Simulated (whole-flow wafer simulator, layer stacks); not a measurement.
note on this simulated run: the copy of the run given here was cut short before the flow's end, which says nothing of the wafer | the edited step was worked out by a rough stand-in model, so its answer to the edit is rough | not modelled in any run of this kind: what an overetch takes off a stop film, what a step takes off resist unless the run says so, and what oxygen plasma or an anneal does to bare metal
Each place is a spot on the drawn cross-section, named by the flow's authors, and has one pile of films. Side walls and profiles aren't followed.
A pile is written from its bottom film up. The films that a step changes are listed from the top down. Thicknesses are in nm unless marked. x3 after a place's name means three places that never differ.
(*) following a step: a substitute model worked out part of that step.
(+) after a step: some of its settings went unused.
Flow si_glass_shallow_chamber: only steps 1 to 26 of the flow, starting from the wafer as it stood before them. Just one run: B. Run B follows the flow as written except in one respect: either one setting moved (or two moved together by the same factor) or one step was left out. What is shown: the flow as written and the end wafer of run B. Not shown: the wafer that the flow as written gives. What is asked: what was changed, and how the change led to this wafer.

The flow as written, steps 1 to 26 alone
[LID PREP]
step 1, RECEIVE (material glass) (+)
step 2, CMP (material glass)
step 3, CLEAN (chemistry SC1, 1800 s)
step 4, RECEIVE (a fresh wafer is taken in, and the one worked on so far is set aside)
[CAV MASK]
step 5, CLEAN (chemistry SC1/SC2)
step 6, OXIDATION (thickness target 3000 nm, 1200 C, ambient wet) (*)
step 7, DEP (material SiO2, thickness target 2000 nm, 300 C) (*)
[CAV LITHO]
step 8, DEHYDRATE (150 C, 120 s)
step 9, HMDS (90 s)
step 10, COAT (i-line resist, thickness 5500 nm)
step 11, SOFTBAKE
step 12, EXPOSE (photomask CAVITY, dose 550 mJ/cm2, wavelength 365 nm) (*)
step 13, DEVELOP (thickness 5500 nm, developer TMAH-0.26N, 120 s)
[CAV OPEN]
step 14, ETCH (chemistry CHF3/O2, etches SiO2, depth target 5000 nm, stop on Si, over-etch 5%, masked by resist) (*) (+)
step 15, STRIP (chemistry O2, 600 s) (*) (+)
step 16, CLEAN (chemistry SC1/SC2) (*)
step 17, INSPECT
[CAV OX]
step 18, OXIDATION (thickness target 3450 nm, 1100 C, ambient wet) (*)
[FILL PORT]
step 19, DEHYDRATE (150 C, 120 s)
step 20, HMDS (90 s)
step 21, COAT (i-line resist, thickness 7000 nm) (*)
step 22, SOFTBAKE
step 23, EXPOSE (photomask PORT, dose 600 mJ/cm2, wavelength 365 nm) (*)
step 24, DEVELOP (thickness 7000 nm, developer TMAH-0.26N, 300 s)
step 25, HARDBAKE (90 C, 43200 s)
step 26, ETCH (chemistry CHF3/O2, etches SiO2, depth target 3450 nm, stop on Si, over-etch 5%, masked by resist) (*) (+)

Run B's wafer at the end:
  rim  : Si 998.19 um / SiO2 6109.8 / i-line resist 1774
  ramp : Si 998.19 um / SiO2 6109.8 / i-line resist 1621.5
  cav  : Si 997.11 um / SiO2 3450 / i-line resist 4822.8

What caused this: step 26, ETCH: over-etch 2.63% was run, whereas the flow has over-etch 5%.

Step by step, how the change led to this:
  step 26, ETCH (chemistry CHF3/O2, etches SiO2, depth target 3450 nm, stop on Si, over-etch 5%, masked by resist) (*) (+)
      rim, ramp, cav, ring: i-line resist loses 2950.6 (in the flow as written it would be: i-line resist loses 3018.8)
      port: SiO2 loses 3450 (all of it), Si loses 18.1 (in the flow as written it would be: SiO2 loses 3450 (all of it), Si loses 34.5)
      (and at 1 other place as well)
